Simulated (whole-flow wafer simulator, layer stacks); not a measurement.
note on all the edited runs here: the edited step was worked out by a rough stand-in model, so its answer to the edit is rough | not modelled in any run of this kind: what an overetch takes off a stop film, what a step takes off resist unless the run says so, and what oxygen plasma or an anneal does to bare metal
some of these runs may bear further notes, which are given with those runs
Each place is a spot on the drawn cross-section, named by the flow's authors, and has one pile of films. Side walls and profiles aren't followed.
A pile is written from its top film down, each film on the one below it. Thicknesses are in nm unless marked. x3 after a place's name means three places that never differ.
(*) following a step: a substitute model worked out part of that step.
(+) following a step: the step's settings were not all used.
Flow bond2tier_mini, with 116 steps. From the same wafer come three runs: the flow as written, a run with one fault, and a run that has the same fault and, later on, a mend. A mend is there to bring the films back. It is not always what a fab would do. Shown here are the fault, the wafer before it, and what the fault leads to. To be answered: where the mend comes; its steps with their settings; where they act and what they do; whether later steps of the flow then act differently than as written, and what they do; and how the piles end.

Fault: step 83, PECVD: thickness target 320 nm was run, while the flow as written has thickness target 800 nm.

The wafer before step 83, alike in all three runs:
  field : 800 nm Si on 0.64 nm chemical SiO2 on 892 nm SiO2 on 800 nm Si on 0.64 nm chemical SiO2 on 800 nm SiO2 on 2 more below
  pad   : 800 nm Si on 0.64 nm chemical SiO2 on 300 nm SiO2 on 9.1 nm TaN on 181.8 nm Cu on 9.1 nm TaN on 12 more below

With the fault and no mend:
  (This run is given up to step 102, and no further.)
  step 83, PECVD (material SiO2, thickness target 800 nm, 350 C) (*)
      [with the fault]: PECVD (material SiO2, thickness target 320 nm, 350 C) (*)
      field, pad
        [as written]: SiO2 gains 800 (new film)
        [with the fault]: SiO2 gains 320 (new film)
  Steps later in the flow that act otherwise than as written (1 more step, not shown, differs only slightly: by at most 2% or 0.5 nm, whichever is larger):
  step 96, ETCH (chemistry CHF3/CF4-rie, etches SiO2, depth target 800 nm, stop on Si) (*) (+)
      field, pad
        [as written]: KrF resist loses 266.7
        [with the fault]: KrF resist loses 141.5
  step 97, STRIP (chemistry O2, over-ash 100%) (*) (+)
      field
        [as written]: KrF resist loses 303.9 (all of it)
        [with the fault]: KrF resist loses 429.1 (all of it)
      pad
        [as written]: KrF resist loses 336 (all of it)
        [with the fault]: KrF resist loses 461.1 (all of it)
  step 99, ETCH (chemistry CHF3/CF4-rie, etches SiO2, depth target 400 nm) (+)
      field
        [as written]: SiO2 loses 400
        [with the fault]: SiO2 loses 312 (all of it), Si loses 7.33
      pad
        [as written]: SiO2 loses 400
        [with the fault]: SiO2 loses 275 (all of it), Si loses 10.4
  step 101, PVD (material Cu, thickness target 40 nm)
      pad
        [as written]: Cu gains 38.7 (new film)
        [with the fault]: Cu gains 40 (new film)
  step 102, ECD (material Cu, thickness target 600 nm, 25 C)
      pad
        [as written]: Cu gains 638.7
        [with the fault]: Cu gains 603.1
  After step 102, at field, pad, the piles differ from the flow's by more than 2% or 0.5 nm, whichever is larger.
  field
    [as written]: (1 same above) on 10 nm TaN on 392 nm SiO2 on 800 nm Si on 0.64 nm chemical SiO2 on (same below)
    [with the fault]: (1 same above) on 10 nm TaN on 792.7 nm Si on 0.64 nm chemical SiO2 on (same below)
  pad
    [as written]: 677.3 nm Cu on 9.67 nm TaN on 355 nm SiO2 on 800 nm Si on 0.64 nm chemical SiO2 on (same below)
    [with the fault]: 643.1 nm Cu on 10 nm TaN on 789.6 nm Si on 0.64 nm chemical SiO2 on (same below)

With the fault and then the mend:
  After step 83 comes the mend.
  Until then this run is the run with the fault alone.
  step 83a, PECVD (material SiO2, thickness target 480 nm, 350 C) (*) (the flow's step 83, run once more with other settings)
      field, pad
        SiO2 gains 480
  None of the later steps of the flow acts differently than as written at any place that is followed.
  At every place that both follow, the piles at the end match the flow's.
